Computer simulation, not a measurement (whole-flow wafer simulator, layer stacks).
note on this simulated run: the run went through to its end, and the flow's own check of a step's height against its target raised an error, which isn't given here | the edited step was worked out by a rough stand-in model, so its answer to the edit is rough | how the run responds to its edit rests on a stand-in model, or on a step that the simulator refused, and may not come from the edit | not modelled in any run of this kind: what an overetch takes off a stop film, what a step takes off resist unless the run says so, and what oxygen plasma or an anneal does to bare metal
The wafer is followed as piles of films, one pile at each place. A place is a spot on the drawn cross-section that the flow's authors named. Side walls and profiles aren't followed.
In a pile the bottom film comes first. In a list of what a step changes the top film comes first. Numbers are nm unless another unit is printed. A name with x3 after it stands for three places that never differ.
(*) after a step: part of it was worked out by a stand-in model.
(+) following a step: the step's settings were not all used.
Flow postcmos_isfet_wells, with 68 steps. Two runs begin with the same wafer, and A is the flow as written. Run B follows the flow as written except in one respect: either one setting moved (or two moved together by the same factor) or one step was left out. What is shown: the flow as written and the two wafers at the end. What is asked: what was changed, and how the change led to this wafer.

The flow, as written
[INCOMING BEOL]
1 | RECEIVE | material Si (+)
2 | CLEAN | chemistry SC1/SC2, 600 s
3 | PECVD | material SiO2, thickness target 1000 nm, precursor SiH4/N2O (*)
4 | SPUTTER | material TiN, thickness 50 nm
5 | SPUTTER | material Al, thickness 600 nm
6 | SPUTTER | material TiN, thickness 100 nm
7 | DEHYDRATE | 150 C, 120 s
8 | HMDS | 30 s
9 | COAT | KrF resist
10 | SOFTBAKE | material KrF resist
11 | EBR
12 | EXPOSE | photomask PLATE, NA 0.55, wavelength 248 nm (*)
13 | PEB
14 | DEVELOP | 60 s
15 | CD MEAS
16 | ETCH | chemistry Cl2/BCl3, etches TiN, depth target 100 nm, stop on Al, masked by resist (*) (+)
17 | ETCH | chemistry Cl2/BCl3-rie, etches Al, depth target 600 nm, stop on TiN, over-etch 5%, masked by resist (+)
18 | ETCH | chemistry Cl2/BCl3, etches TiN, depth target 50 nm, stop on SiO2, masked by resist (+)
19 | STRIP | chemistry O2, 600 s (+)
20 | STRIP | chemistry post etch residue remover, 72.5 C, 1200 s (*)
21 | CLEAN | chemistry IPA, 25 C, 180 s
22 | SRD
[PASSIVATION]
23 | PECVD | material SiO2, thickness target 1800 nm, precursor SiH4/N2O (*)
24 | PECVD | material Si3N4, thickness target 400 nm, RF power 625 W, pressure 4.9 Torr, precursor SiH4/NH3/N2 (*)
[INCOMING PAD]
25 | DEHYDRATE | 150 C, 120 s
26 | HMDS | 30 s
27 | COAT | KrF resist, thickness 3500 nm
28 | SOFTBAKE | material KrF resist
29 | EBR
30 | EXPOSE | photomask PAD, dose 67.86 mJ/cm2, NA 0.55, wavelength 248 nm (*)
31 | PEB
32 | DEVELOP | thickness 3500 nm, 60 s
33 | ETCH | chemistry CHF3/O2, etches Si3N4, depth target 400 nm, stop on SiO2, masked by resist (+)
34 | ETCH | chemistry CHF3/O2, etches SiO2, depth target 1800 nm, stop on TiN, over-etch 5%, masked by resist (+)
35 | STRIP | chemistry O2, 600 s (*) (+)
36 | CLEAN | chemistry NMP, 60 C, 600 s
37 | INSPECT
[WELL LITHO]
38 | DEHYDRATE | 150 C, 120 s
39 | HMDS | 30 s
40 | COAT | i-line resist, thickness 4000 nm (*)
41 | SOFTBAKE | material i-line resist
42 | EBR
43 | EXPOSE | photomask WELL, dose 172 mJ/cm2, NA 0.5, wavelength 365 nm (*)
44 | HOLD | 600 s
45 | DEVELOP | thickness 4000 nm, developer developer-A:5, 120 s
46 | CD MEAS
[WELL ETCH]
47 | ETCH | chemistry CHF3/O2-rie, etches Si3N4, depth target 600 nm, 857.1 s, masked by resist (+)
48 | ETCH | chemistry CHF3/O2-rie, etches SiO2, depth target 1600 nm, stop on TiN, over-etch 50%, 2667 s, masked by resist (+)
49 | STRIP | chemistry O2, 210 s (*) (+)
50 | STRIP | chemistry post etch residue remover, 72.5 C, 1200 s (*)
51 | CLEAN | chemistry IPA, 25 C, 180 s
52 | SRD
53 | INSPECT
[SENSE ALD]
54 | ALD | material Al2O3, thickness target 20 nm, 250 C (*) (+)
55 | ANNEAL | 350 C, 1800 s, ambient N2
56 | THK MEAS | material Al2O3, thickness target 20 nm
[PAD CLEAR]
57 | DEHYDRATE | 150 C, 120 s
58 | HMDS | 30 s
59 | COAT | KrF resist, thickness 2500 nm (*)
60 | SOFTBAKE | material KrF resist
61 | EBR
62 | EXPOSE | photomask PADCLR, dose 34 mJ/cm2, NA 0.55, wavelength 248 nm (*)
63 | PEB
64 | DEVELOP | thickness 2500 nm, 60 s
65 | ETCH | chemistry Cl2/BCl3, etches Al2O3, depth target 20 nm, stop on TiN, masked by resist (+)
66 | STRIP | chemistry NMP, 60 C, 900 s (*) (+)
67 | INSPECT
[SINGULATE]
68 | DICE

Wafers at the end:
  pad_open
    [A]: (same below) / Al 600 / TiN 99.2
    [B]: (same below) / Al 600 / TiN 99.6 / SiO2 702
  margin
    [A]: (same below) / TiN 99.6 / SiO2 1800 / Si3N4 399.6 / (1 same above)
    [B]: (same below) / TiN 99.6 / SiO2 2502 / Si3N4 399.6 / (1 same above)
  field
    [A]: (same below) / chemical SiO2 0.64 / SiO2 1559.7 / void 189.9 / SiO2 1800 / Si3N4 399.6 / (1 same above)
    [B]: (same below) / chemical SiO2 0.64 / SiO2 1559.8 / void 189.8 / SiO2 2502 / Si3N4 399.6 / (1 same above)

Cause: step 23, PECVD: thickness target 2502 nm was run, though the flow has thickness target 1800 nm.
The wafer itself shows it: margin has SiO2 2502, and step 23 as written asks for 1800 nm.

Step by step, how the change led to this:
  23 | PECVD | material SiO2, thickness target 1800 nm, precursor SiH4/N2O (*)
      margin, well900, well1300 x3, pad_rim, pad_clr, pad_open: A +1800 SiO2 (new film) | B +2502 SiO2 (new film)
      field: A +1800 SiO2 (new film), +189.9 void (new film), +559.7 SiO2 | B +2502 SiO2 (new film), +189.8 void (new film), +559.8 SiO2
  34 | ETCH | chemistry CHF3/O2, etches SiO2, depth target 1800 nm, stop on TiN, over-etch 5%, masked by resist (+)
      pad_open: A -1800 SiO2 (all of it) | B -1800 SiO2
  48 | ETCH | chemistry CHF3/O2-rie, etches SiO2, depth target 1600 nm, stop on TiN, over-etch 50%, 2667 s, masked by resist (+)
      well900, well1300 x3: A -1600 SiO2 (all of it) | B -2302 SiO2 (all of it)
  59 | COAT | KrF resist, thickness 2500 nm (*)
      field: A +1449 KrF resist (new film) | B +1113.6 KrF resist (new film)
      margin: A +1448.9 KrF resist (new film) | B +1113.5 KrF resist (new film)
  63 | PEB
      field, margin: A -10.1 KrF resist | B -7.71 KrF resist
  66 | STRIP | chemistry NMP, 60 C, 900 s (*) (+)
      field: A -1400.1 KrF resist (all of it) | B -1067.2 KrF resist (all of it)
      margin: A -1400.1 KrF resist (all of it) | B -1067.1 KrF resist (all of it)
